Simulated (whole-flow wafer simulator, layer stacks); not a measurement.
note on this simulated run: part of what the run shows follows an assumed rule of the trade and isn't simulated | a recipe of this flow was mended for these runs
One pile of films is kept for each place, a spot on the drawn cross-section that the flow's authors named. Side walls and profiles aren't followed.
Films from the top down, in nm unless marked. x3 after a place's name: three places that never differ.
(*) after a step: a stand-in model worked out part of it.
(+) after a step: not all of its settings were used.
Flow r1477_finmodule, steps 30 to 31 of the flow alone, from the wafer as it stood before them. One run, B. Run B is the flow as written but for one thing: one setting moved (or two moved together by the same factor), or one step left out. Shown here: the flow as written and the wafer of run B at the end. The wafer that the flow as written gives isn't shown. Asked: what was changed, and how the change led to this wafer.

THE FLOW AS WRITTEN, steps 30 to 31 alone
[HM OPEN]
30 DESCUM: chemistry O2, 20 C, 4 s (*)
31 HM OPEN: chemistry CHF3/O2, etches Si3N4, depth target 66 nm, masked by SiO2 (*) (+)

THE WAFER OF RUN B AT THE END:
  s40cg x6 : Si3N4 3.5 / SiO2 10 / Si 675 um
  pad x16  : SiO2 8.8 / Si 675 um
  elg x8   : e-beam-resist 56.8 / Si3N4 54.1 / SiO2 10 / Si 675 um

The cause: step 31, HM OPEN: depth target 56.5 nm was run, where the flow has depth target 66 nm.

How the change led to this, step by step:
  31 HM OPEN: chemistry CHF3/O2, etches Si3N4, depth target 66 nm, masked by SiO2 (*) (+)
      s40cg x6: Si3N4 -56.5 (as written it would be: Si3N4 -60 (all of it), SiO2 -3)
      pad x16: Si3N4 -54.1 (all of it), SiO2 -1.2 (as written it would be: Si3N4 -54.1 (all of it), SiO2 -5.95)
      (and at 14 more places)
